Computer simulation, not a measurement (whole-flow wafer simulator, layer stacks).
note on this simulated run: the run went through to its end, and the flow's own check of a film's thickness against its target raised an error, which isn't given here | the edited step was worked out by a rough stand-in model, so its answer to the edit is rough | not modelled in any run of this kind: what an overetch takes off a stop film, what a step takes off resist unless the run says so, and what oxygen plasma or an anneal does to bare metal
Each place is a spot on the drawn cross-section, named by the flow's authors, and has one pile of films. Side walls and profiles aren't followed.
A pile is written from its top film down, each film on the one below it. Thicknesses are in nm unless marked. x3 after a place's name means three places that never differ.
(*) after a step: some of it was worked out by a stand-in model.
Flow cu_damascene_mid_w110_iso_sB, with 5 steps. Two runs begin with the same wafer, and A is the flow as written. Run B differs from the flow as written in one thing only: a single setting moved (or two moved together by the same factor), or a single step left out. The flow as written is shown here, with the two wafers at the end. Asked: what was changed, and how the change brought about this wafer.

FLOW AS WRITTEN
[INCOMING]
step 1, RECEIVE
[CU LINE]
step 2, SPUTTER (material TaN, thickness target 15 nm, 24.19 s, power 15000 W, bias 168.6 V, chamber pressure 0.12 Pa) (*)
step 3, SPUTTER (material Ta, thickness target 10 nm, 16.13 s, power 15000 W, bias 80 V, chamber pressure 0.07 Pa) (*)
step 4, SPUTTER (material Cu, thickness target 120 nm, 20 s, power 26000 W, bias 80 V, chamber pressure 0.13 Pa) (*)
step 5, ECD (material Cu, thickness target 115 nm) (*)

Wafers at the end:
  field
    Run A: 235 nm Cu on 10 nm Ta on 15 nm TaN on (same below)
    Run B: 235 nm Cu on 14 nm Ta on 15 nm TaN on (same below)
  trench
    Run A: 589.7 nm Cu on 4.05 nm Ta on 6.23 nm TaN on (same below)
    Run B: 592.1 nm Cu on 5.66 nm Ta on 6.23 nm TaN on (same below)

What caused this: step 3, SPUTTER: thickness target 14 nm was run, though the flow has thickness target 10 nm.
The wafer lets one read it off: field has Ta 14, and step 3 as written asks for 10 nm.

The path from the change to this, step by step:
  step 3, SPUTTER (material Ta, thickness target 10 nm, 16.13 s, power 15000 W, bias 80 V, chamber pressure 0.07 Pa) (*)
      field: A Ta gains 10 (new film) | B Ta gains 14 (new film)
      trench: A Ta gains 4.05 (new film) | B Ta gains 5.66 (new film)
